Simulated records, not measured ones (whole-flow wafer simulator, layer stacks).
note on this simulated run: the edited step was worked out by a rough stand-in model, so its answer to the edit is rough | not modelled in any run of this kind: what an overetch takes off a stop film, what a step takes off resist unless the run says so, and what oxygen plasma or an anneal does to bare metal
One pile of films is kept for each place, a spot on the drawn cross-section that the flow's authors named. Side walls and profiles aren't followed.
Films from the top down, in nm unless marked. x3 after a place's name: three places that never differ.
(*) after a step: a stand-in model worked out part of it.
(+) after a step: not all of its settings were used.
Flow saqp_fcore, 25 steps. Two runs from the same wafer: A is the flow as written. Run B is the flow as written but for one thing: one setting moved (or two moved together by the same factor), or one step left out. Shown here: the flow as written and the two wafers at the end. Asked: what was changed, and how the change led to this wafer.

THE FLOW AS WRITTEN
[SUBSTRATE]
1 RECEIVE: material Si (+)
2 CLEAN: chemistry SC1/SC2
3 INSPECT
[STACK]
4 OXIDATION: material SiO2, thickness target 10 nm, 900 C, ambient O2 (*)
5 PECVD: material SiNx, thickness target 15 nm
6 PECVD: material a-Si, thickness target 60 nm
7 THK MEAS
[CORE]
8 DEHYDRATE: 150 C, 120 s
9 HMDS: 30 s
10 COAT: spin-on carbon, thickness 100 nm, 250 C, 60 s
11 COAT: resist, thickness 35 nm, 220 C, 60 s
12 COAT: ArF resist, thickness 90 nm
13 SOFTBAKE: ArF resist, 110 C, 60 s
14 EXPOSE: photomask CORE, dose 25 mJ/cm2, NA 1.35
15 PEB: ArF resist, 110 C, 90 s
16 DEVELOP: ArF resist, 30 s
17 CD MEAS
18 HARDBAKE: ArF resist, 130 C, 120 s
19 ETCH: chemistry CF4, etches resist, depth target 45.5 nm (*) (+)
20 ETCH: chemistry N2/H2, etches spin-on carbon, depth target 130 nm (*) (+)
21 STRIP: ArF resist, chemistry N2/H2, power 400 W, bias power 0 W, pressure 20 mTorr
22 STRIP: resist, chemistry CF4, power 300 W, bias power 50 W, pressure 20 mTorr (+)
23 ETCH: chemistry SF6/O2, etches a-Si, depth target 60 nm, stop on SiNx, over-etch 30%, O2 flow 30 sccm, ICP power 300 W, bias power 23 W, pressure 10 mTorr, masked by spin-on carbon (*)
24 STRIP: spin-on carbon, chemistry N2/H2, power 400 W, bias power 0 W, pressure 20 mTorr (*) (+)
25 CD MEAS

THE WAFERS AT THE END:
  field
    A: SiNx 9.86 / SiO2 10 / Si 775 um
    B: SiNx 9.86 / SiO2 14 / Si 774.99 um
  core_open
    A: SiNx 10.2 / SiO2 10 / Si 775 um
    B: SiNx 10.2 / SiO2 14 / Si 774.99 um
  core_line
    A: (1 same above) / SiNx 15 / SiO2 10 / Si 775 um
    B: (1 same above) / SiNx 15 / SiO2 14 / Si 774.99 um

The cause: step 4, OXIDATION: thickness target 14 nm was run, where the flow has thickness target 10 nm.
It can be read off the wafer: field has SiO2 14, and step 4 as written asks for 10 nm.

How the change led to this, step by step:
  4 OXIDATION: material SiO2, thickness target 10 nm, 900 C, ambient O2 (*)
      field, core_open, core_line: A SiO2 +10 (new film), chemical SiO2 -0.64 (all of it), Si -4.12 | B SiO2 +14 (new film), chemical SiO2 -0.64 (all of it), Si -5.88
